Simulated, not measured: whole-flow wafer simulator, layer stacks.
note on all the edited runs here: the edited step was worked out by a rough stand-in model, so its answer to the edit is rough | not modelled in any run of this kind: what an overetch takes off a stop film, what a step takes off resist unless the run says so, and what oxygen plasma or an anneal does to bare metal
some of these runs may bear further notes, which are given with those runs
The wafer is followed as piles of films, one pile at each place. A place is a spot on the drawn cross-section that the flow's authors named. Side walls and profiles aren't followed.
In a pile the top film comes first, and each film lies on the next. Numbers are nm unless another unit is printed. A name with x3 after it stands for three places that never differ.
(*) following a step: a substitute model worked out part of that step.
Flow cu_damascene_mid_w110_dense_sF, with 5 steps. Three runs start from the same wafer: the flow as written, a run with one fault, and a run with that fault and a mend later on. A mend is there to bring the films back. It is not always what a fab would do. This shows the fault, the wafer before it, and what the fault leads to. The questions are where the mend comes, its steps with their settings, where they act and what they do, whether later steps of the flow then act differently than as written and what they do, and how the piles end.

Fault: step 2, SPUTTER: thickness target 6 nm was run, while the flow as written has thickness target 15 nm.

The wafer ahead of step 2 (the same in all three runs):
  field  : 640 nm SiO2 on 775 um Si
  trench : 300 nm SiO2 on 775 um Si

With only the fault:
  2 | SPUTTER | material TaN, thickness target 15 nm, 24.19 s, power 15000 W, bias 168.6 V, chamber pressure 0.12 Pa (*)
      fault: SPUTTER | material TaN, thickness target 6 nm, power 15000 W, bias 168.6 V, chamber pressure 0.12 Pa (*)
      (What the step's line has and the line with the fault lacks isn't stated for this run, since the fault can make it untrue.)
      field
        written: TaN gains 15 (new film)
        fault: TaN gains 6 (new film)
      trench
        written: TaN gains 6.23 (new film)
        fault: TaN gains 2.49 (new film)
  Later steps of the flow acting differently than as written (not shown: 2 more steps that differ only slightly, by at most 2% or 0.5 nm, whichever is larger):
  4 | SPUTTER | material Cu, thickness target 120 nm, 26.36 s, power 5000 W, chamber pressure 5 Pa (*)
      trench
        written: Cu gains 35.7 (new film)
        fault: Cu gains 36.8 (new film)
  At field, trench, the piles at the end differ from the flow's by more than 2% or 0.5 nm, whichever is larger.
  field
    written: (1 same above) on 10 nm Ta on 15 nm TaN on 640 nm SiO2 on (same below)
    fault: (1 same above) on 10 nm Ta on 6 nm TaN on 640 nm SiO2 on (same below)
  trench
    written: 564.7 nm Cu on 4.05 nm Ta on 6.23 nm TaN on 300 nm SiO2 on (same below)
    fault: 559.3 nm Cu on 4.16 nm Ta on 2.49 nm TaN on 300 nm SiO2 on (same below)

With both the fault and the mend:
  The mend stands after step 2.
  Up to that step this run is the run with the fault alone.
  2a | SPUTTER | material TaN, thickness target 9 nm, power 15000 W, bias 168.6 V, chamber pressure 0.12 Pa (*) (the flow's step 2, run once more with other settings)
      field
        TaN gains 9
      trench
        TaN gains 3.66
  None of the later steps of the flow differs from how it acts as written, at any place that is followed, by more than 2% or 0.5 nm, whichever is larger.
  At the end the piles are close to the flow's at the places that both follow, differing by at most 2% or 0.5 nm, whichever is larger.
